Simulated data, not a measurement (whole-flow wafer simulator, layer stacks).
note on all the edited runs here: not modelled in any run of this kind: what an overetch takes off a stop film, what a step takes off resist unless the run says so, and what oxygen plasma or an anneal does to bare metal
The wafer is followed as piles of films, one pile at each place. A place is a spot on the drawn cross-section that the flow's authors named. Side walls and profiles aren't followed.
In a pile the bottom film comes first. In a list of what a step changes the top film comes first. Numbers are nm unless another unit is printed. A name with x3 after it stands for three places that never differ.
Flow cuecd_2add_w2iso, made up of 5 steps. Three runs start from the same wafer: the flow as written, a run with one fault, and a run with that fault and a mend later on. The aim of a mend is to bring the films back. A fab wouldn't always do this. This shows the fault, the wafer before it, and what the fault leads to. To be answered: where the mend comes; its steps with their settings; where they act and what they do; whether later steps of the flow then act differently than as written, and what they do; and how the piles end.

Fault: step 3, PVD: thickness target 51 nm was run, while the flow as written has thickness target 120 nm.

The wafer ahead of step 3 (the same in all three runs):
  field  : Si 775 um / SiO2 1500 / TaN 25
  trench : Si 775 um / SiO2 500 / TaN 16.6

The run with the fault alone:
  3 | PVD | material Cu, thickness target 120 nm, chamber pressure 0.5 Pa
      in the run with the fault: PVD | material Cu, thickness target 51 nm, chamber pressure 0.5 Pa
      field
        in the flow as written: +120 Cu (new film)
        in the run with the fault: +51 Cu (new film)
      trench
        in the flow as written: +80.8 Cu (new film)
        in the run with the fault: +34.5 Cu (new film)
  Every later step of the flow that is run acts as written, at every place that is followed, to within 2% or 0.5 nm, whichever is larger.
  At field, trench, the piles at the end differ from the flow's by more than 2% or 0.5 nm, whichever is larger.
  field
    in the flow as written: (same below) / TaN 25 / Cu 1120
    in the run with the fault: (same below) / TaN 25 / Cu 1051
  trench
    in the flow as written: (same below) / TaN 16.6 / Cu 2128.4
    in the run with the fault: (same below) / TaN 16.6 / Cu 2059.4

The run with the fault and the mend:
  The mend follows step 3.
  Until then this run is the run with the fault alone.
  3a | PVD | material Cu, thickness target 69 nm, chamber pressure 0.5 Pa (the flow's step 3 again, with other settings)
      field
        +69 Cu
      trench
        +45.9 Cu
  Every later step of the flow that is run acts as written, at every place that is followed, to within 2% or 0.5 nm, whichever is larger.
  The piles end the same as the flow's at every place that both follow.
